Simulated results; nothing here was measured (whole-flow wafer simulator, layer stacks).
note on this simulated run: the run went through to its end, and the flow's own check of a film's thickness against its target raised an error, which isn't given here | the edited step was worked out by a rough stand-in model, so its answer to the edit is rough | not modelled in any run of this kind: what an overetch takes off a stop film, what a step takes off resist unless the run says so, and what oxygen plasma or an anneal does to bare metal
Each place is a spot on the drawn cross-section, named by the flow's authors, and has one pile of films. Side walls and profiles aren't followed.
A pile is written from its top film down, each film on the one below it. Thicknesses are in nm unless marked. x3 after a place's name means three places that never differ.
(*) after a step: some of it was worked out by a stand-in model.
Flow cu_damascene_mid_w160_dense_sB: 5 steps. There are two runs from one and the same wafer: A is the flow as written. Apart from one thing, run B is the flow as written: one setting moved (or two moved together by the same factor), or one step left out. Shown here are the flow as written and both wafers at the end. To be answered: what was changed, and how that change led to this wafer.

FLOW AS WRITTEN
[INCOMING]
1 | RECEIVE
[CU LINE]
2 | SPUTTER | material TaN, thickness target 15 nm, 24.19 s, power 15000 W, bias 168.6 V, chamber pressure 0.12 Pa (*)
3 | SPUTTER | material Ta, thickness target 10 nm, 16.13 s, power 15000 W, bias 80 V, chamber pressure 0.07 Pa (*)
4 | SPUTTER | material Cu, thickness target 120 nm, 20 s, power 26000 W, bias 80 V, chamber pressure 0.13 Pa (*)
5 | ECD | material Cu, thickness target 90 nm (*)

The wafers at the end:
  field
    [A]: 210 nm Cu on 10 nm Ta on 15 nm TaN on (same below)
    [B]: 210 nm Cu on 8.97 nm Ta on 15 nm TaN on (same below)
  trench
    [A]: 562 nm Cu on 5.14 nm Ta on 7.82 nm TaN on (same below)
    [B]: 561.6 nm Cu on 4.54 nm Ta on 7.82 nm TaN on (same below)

What caused this: step 3, SPUTTER: power 13460 W was run, whereas the flow has power 15000 W.

How this came from the change, step by step:
  3 | SPUTTER | material Ta, thickness target 10 nm, 16.13 s, power 15000 W, bias 80 V, chamber pressure 0.07 Pa (*)
      field: A +10 Ta (new film) | B +8.97 Ta (new film)
      trench: A +5.14 Ta (new film) | B +4.54 Ta (new film)
